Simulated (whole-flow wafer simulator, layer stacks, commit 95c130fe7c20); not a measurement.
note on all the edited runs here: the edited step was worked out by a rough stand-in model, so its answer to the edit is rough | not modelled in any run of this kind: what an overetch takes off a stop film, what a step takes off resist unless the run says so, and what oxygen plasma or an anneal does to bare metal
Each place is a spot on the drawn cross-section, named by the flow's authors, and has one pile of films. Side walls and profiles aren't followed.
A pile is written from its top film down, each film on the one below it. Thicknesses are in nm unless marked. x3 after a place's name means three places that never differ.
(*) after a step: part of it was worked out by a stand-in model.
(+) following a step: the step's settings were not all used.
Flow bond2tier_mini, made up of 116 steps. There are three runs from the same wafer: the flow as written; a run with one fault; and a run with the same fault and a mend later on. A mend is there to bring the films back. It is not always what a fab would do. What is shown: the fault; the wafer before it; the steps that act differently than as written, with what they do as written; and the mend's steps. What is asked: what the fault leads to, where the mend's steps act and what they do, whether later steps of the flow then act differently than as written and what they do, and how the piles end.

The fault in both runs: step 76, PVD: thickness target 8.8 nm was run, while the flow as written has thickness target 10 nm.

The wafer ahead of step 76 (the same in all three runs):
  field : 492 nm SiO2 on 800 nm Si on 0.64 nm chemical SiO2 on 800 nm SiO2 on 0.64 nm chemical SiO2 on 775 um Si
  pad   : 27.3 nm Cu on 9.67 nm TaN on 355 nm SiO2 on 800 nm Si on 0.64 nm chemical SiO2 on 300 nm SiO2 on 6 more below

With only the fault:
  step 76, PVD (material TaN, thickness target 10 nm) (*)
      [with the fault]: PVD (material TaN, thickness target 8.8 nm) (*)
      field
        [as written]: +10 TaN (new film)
        [with the fault]: +8.8 TaN (new film)
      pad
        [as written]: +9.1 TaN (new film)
        [with the fault]: +8.01 TaN (new film)
  Later steps of the flow acting differently than as written (1 other step is not shown; it differs only slightly, by no more than 2% or 0.5 nm, whichever is larger):
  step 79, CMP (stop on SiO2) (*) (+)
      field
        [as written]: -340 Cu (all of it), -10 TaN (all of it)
        [with the fault]: -340 Cu (all of it), -8.8 TaN (all of it)
  By the end, the piles at pad depart from the flow's by more than 2% or 0.5 nm, whichever is larger.
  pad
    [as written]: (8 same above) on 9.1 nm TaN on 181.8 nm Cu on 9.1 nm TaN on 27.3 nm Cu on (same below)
    [with the fault]: (8 same above) on 9.1 nm TaN on 182.9 nm Cu on 8.01 nm TaN on 27.3 nm Cu on (same below)

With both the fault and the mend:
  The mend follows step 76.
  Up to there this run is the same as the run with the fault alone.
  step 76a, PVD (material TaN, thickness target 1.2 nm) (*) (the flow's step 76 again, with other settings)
      field
        +1.2 TaN
      pad
        +1.09 TaN
  Later steps of the flow that are run all act as written at every place that is followed.
  By the end, the piles equal the flow's at every place that both follow.
